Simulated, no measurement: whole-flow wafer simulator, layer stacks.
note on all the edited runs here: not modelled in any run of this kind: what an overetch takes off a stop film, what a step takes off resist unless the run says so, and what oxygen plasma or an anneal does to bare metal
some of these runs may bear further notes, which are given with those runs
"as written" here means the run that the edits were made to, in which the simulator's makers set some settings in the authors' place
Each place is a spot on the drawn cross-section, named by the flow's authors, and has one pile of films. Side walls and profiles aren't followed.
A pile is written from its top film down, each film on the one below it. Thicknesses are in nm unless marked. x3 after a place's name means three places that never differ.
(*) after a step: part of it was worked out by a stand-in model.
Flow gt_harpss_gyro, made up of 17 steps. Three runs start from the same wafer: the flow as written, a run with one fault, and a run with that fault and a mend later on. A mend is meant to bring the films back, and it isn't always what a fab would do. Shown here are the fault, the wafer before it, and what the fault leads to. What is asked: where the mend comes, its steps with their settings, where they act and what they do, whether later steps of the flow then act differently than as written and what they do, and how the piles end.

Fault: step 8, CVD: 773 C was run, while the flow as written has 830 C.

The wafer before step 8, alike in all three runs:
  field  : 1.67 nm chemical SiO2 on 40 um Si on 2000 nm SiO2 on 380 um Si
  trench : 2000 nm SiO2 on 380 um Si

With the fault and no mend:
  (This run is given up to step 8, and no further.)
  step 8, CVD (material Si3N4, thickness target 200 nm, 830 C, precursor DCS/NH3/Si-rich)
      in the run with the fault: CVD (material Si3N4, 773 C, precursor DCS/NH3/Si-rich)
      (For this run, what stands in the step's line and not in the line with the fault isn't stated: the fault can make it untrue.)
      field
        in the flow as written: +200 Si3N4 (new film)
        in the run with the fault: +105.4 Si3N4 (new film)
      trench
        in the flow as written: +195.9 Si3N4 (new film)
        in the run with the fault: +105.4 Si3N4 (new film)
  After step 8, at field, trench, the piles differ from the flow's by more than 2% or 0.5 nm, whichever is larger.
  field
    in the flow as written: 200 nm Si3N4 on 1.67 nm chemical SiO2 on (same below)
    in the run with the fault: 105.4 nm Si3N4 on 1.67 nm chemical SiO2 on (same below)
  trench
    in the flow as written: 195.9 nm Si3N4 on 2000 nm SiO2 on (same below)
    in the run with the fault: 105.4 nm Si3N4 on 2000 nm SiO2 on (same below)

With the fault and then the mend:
  The mend stands after step 8.
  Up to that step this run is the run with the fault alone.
  step 8a, CVD (material Si3N4, thickness target 93.47 nm, 830 C, precursor DCS/NH3/Si-rich) (the flow's step 8, run once more with other settings)
      field
        +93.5 Si3N4
      trench
        +91.3 Si3N4
  Later steps of the flow acting differently than as written:
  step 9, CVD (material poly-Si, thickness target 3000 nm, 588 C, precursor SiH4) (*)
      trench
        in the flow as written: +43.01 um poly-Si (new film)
        in the run with the mend: +43 um poly-Si (new film)
  When the end is reached, the piles differ only a little from the flow's at the places that both follow, at most by 2% or 0.5 nm, whichever is larger.
